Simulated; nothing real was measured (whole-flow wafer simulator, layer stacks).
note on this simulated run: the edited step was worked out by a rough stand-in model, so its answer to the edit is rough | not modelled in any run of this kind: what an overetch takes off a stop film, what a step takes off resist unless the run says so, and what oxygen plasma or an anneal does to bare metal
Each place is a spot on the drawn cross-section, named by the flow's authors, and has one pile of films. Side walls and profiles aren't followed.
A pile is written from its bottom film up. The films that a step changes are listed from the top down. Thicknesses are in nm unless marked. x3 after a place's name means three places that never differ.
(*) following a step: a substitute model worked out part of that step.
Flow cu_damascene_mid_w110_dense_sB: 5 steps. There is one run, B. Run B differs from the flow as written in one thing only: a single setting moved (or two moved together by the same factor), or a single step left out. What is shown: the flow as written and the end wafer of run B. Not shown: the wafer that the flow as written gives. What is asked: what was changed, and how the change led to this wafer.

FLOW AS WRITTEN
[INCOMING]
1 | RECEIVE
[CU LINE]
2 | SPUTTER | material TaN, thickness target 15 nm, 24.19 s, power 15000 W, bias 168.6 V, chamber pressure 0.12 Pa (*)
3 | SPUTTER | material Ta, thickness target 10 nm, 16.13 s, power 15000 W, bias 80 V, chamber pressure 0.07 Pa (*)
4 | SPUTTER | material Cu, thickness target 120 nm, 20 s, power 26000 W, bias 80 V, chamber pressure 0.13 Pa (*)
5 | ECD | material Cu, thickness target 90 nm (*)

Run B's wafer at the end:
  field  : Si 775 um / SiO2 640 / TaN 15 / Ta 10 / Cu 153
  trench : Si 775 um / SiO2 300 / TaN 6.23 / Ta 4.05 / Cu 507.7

Cause: step 4, SPUTTER: thickness target 63 nm was run, while the flow as written has thickness target 120 nm; step 4, SPUTTER: 10.5 s was run, where the flow has 20 s.

Step by step, how the change led to this:
  4 | SPUTTER | material Cu, thickness target 120 nm, 20 s, power 26000 W, bias 80 V, chamber pressure 0.13 Pa (*)
      field: Cu gains 63 (new film) (in the flow as written it would be: Cu gains 120 (new film))
      trench: Cu gains 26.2 (new film) (in the flow as written it would be: Cu gains 49.9 (new film))
  5 | ECD | material Cu, thickness target 90 nm (*)
      trench: Cu gains 481.5 (in the flow as written it would be: Cu gains 514.8)
